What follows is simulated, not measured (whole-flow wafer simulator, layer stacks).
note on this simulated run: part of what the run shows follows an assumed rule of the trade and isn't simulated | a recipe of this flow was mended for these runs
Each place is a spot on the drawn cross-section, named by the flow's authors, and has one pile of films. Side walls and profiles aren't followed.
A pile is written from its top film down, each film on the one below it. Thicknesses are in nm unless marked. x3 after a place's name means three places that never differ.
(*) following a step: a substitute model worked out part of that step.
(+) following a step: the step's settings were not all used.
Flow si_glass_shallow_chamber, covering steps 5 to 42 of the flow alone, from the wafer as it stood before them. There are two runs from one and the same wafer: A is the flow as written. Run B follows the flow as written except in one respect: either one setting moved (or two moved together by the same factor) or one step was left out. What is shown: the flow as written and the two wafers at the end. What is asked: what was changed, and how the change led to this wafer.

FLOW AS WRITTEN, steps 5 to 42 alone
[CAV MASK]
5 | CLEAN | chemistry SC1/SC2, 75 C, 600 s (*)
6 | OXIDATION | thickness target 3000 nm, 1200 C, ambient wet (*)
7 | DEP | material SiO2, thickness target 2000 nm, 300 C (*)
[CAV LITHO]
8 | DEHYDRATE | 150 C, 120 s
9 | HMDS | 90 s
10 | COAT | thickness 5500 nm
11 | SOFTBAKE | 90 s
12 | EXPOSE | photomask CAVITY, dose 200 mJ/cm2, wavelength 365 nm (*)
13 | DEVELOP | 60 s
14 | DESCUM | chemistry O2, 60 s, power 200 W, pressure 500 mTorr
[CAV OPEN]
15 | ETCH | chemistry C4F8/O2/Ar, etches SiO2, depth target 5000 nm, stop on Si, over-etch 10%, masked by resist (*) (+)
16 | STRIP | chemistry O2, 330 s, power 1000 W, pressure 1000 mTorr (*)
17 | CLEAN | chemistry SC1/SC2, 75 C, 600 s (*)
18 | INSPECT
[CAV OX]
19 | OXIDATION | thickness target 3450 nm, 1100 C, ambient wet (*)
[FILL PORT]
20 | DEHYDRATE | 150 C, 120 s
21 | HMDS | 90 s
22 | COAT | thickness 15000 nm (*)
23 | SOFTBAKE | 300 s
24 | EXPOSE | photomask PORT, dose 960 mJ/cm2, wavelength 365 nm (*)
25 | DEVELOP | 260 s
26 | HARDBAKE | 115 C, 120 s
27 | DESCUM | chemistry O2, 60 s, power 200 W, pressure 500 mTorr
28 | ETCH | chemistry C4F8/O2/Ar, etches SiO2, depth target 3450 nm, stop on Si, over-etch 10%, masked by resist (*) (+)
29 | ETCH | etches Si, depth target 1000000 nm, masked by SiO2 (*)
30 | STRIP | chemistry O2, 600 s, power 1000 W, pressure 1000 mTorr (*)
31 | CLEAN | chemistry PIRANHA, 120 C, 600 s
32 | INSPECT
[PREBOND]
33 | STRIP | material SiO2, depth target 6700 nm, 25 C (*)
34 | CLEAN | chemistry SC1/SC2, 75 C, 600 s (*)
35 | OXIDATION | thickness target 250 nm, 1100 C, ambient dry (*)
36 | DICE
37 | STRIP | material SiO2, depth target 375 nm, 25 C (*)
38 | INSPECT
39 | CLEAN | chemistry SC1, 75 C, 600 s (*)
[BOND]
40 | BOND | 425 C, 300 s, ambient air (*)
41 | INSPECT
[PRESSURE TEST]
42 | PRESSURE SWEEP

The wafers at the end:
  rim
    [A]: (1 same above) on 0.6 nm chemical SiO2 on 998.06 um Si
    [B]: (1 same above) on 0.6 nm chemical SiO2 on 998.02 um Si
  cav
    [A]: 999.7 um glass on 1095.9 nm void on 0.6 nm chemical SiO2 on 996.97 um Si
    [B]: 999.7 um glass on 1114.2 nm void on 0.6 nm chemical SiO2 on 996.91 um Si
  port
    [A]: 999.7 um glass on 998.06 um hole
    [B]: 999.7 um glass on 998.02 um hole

The reason: step 7, DEP: thickness target 1520 nm was run, while the flow as written has thickness target 2000 nm; step 17, CLEAN: 456 s was run, where the flow has 600 s.

The path from the change to this, step by step:
  7 | DEP | material SiO2, thickness target 2000 nm, 300 C (*)
      rim, ramp, cav, port, septum, ring: A +2000 SiO2 | B +1520 SiO2
  15 | ETCH | chemistry C4F8/O2/Ar, etches SiO2, depth target 5000 nm, stop on Si, over-etch 10%, masked by resist (*) (+)
      rim, ramp, septum, ring: A -1100 thick-i-line-resist | B -994.4 thick-i-line-resist
      cav, port: A -5000 SiO2 (all of it), -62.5 Si | B -4520 SiO2 (all of it), -122.5 Si
  16 | STRIP | chemistry O2, 330 s, power 1000 W, pressure 1000 mTorr (*)
      rim, ramp, septum, ring: A -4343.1 thick-i-line-resist (all of it) | B -4448.7 thick-i-line-resist (all of it)
  17 | CLEAN | chemistry SC1/SC2, 75 C, 600 s (*)
      rim, ramp, septum, ring: A -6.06 SiO2 | B -4.6 SiO2
      cav, port: A -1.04 chemical SiO2, -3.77 Si | B -1.04 chemical SiO2, -2.6 Si
  19 | OXIDATION | thickness target 3450 nm, 1100 C, ambient wet (*)
      rim, ramp, septum, ring: A +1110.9 SiO2, -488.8 Si | B +1203.1 SiO2, -529.4 Si
  22 | COAT | thickness 15000 nm (*)
      rim: A +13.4 um thick-i-line-resist (new film) | B +13.55 um thick-i-line-resist (new film)
      ramp: A +12.89 um thick-i-line-resist (new film) | B +13.09 um thick-i-line-resist (new film)
      (and at 4 other places as well)
  23 | SOFTBAKE | 300 s
      rim: A -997 thick-i-line-resist | B -893.7 thick-i-line-resist
      ramp: A -487.1 thick-i-line-resist | B -433 thick-i-line-resist
      (and at 4 other places as well)
  25 | DEVELOP | 260 s
      port: A -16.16 um thick-i-line-resist (all of it) | B -16.04 um thick-i-line-resist (all of it)
  26 | HARDBAKE | 115 C, 120 s
      rim, ramp: A -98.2 thick-i-line-resist | B -101.3 thick-i-line-resist
  29 | ETCH | etches Si, depth target 1000000 nm, masked by SiO2 (*)
      rim, ramp: A -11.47 um thick-i-line-resist (all of it), -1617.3 SiO2 | B -11.73 um thick-i-line-resist (all of it), -1483.1 SiO2
      port: A +997.05 um hole (new film), -997.05 um Si (all of it) | B +996.99 um hole (new film), -996.99 um Si (all of it)
      (and at 2 other places as well)
  30 | STRIP | chemistry O2, 600 s, power 1000 W, pressure 1000 mTorr (*)
      cav: A -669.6 thick-i-line-resist (all of it) | B -557.8 thick-i-line-resist (all of it)
  33 | STRIP | material SiO2, depth target 6700 nm, 25 C (*)
      rim, ramp: A -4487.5 SiO2 (all of it) | B -4235.4 SiO2 (all of it)
      septum: A -5732.1 SiO2 (all of it) | B -5357.5 SiO2 (all of it)
      (and at 1 other place as well)
